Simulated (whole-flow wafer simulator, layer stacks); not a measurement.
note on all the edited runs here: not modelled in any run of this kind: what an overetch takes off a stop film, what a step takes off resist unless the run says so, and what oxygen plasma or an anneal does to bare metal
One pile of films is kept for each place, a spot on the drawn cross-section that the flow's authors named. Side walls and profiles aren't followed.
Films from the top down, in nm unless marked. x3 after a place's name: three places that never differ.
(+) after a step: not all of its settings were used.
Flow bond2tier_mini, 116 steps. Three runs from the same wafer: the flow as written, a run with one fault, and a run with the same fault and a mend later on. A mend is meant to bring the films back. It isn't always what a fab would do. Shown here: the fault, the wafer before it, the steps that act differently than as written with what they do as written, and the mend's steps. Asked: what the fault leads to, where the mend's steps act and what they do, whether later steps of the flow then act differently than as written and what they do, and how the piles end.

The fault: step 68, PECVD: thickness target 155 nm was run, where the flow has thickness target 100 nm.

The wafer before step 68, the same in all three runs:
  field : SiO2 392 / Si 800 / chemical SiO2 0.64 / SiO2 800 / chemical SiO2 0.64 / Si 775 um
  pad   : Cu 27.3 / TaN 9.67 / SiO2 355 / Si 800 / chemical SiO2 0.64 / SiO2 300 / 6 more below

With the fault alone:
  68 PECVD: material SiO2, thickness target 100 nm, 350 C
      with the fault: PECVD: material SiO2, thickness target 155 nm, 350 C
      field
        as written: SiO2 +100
        with the fault: SiO2 +155
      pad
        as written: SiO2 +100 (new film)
        with the fault: SiO2 +155 (new film)
  Later steps of the flow that act differently than as written:
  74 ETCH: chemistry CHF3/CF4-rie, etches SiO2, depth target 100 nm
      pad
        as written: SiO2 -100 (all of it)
        with the fault: SiO2 -100
  At the end the piles differ from the flow's by more than 2% or 0.5 nm, whichever is larger, at field, pad.
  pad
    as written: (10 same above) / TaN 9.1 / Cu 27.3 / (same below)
    with the fault: (10 same above) / TaN 9.1 / SiO2 55 / Cu 27.3 / (same below)
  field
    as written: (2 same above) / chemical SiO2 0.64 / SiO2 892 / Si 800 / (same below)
    with the fault: (2 same above) / chemical SiO2 0.64 / SiO2 947 / Si 800 / (same below)

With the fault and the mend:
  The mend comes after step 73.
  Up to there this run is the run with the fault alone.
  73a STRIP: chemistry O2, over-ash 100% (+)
      field
        KrF resist -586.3 (all of it)
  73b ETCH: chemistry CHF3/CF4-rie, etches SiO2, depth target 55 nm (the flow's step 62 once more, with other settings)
      field, pad
        SiO2 -55
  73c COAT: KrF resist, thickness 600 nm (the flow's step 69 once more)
      field, pad
        KrF resist +600 (new film)
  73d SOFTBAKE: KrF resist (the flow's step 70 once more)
      changes no film at any place that is followed
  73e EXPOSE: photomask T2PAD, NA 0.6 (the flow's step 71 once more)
      changes no film at any place that is followed
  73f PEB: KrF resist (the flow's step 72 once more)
      changes no film at any place that is followed
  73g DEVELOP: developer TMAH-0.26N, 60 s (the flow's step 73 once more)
      field
        KrF resist -13.7
      pad
        KrF resist -600 (all of it)
  No later step of the flow acts differently than as written at any place that is followed.
  At the end the piles are the same as the flow's at every place that both follow.
